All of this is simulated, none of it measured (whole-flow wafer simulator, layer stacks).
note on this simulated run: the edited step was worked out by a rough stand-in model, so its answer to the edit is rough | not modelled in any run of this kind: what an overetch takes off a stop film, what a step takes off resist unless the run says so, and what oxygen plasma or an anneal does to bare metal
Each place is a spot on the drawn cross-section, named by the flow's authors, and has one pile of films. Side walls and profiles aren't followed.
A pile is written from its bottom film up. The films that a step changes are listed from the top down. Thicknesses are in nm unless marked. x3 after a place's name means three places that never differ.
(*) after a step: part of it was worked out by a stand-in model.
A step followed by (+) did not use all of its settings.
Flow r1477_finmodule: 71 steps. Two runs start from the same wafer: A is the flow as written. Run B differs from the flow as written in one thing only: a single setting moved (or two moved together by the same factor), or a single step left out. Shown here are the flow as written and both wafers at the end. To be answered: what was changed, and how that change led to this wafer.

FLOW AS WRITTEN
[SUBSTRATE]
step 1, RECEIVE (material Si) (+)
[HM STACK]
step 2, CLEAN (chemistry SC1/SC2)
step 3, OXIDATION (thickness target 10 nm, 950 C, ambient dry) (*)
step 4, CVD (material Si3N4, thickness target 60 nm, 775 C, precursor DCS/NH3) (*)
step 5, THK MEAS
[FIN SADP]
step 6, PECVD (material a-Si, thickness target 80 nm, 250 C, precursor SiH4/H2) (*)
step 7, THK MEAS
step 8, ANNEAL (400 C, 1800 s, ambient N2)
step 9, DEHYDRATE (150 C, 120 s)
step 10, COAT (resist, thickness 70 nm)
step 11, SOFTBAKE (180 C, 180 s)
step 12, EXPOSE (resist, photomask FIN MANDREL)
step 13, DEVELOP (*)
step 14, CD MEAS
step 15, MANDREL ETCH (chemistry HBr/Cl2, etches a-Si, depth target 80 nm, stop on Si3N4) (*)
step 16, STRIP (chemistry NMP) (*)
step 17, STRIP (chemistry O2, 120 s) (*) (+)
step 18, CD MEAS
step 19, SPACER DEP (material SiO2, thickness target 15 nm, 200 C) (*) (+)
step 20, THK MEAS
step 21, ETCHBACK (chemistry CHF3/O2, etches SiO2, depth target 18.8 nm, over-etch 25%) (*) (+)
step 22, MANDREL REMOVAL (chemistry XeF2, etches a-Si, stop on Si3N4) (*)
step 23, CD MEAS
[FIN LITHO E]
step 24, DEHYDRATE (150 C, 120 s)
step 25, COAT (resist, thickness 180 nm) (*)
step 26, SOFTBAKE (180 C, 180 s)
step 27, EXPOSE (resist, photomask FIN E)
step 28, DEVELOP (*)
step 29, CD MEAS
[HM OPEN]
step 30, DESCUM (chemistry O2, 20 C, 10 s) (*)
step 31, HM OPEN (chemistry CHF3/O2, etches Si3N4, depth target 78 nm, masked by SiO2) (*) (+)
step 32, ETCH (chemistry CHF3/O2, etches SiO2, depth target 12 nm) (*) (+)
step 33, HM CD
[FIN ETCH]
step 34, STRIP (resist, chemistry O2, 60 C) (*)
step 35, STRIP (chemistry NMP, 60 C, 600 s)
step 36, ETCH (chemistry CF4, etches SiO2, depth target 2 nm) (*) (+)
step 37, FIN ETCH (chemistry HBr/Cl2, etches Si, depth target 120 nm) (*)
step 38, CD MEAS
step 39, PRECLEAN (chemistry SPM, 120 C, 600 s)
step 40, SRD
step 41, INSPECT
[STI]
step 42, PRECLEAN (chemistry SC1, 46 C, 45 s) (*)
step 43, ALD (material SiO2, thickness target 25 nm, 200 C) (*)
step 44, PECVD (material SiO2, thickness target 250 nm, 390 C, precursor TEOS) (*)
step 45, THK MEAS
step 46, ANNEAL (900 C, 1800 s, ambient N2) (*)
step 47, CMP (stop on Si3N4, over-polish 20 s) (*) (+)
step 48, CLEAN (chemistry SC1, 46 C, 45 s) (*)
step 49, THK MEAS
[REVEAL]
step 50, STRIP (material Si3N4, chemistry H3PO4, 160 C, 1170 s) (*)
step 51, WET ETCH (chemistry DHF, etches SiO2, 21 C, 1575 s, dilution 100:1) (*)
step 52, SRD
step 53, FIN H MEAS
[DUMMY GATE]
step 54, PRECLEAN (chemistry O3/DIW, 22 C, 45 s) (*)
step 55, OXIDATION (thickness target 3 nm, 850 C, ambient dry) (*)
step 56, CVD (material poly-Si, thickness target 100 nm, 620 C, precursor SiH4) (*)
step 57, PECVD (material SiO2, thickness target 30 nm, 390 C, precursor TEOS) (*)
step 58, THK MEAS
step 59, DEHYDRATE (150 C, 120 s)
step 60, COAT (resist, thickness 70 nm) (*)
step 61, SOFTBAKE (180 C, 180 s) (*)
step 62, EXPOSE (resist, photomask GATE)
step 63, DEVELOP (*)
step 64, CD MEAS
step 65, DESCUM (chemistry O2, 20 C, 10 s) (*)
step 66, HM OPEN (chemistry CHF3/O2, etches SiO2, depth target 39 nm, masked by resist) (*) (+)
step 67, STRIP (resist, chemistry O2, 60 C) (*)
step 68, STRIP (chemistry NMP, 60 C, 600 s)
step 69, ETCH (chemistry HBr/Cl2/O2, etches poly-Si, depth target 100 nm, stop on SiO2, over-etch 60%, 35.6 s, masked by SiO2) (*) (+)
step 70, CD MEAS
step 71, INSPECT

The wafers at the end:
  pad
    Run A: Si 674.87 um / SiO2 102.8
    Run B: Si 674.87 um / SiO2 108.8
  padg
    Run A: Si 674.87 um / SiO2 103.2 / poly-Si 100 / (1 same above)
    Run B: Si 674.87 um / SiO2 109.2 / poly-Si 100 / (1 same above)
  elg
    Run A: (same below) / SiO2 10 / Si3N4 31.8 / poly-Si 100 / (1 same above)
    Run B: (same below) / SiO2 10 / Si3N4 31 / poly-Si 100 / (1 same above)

Cause: step 37, FIN ETCH: depth target 126 nm was run, while the flow as written has depth target 120 nm.

How this came from the change, step by step:
  step 37, FIN ETCH (chemistry HBr/Cl2, etches Si, depth target 120 nm) (*)
      pad, padg, esg and 19 more: A Si loses 120 | B Si loses 126
      elg, e40lg, e100lg, e200lg, elo, e40lo, e100lo, e200lo: A Si3N4 loses 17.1 | B Si3N4 loses 18
  step 43, ALD (material SiO2, thickness target 25 nm, 200 C) (*)
      s40cg, s45cg, s50cg, s40co, s45co, s50co: A SiO2 gains 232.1 (new film) | B SiO2 gains 237.6 (new film)
      esg: A SiO2 gains 194.3 (new film) | B SiO2 gains 199.4 (new film)
  step 47, CMP (stop on Si3N4, over-polish 20 s) (*) (+)
      pad, padg, e40sg and 11 more: A SiO2 loses 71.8 | B SiO2 loses 65.8
      eso: A SiO2 loses 72.4 | B SiO2 loses 66.4
  step 51, WET ETCH (chemistry DHF, etches SiO2, 21 C, 1575 s, dilution 100:1) (*)
      elg, e40lg, e100lg, e200lg, elo, e40lo, e100lo, e200lo: A SiO2 loses 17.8 (all of it), Si3N4 loses 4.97 | B SiO2 loses 18.7 (all of it), Si3N4 loses 4.9
